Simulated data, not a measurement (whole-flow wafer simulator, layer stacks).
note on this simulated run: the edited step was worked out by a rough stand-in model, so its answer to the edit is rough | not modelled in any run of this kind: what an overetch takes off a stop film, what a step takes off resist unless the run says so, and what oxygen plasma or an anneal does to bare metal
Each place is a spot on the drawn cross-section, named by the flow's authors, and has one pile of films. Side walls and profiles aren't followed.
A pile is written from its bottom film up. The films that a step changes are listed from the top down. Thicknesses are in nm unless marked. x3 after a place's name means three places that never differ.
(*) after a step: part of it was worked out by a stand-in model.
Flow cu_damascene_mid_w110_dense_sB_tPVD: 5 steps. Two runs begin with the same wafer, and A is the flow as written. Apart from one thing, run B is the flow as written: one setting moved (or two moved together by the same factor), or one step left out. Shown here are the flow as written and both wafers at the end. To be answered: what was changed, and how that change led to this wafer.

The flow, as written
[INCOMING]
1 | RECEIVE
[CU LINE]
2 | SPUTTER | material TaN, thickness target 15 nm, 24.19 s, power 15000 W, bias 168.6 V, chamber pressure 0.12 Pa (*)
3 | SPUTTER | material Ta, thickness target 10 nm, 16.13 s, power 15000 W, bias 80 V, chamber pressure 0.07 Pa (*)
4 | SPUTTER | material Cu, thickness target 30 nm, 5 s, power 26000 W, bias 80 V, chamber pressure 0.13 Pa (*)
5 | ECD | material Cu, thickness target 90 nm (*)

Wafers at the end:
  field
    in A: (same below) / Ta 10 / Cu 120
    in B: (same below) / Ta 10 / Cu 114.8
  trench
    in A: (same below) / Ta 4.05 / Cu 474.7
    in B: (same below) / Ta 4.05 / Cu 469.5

Cause: step 4, SPUTTER: thickness target 24.8 nm was run, whereas the flow has thickness target 30 nm; step 4, SPUTTER: 4.12 s was run, where the flow has 5 s.

The path from the change to this, step by step:
  4 | SPUTTER | material Cu, thickness target 30 nm, 5 s, power 26000 W, bias 80 V, chamber pressure 0.13 Pa (*)
      field: A Cu gains 30 (new film) | B Cu gains 24.8 (new film)
      trench: A Cu gains 12.5 (new film) | B Cu gains 10.3 (new film)
